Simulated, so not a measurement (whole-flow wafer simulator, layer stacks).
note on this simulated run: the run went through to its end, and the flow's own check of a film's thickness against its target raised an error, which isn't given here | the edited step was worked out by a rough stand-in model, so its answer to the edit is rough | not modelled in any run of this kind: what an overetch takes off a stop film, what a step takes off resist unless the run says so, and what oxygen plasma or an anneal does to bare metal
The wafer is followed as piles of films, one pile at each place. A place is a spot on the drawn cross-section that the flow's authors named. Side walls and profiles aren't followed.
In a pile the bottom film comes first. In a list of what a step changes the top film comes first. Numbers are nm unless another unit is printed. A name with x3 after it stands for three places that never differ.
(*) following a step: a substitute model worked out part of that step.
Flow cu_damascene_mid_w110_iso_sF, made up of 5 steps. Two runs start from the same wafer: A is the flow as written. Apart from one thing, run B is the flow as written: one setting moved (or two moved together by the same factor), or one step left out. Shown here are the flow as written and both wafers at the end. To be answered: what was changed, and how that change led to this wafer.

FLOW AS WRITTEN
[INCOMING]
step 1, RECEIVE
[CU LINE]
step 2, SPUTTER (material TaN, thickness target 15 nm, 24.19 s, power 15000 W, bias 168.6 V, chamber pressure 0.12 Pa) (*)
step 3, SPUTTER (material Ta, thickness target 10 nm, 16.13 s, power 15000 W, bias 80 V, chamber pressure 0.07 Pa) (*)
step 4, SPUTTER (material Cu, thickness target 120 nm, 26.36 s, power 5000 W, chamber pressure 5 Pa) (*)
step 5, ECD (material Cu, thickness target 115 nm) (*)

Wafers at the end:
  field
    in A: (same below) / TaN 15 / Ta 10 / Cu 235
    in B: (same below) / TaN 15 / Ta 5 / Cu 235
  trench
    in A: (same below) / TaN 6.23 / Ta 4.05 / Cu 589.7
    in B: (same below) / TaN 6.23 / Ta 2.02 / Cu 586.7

The reason: step 3, SPUTTER: thickness target 5 nm was run, though the flow has thickness target 10 nm.
One can read it off the wafer: field has Ta 5, and step 3 as written asks for 10 nm.

The path from the change to this, step by step:
  step 3, SPUTTER (material Ta, thickness target 10 nm, 16.13 s, power 15000 W, bias 80 V, chamber pressure 0.07 Pa) (*)
      field: A +10 Ta (new film) | B +5 Ta (new film)
      trench: A +4.05 Ta (new film) | B +2.02 Ta (new film)
